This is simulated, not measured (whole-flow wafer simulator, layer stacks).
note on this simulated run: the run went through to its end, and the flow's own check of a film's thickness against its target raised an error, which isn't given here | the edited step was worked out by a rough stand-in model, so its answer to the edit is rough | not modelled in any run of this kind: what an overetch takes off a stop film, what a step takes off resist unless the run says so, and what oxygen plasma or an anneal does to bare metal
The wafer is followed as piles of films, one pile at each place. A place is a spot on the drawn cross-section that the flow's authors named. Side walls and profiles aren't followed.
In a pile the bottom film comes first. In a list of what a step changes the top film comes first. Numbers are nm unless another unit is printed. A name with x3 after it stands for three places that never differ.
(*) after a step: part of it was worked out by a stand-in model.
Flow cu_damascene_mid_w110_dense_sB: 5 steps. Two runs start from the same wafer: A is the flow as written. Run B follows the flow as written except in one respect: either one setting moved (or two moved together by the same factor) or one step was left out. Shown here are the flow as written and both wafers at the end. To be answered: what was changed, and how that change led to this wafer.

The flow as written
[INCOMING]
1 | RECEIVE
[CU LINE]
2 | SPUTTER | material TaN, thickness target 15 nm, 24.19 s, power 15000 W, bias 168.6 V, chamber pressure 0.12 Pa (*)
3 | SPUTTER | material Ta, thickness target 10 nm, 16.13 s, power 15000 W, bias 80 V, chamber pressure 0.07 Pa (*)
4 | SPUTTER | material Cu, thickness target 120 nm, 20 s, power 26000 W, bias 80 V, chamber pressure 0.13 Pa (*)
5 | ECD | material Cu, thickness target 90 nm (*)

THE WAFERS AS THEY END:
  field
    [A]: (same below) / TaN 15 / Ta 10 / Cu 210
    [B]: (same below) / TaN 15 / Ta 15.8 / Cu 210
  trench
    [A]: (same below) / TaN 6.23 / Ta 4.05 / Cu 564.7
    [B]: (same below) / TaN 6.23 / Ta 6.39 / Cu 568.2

Cause: step 3, SPUTTER: thickness target 15.8 nm was run, though the flow has thickness target 10 nm; step 3, SPUTTER: 25.4 s was run, where the flow has 16.13 s.
The wafer itself shows it: field has Ta 15.8, and step 3 as written asks for 10 nm.

The path from the change to this, step by step:
  3 | SPUTTER | material Ta, thickness target 10 nm, 16.13 s, power 15000 W, bias 80 V, chamber pressure 0.07 Pa (*)
      field: A +10 Ta (new film) | B +15.8 Ta (new film)
      trench: A +4.05 Ta (new film) | B +6.39 Ta (new film)
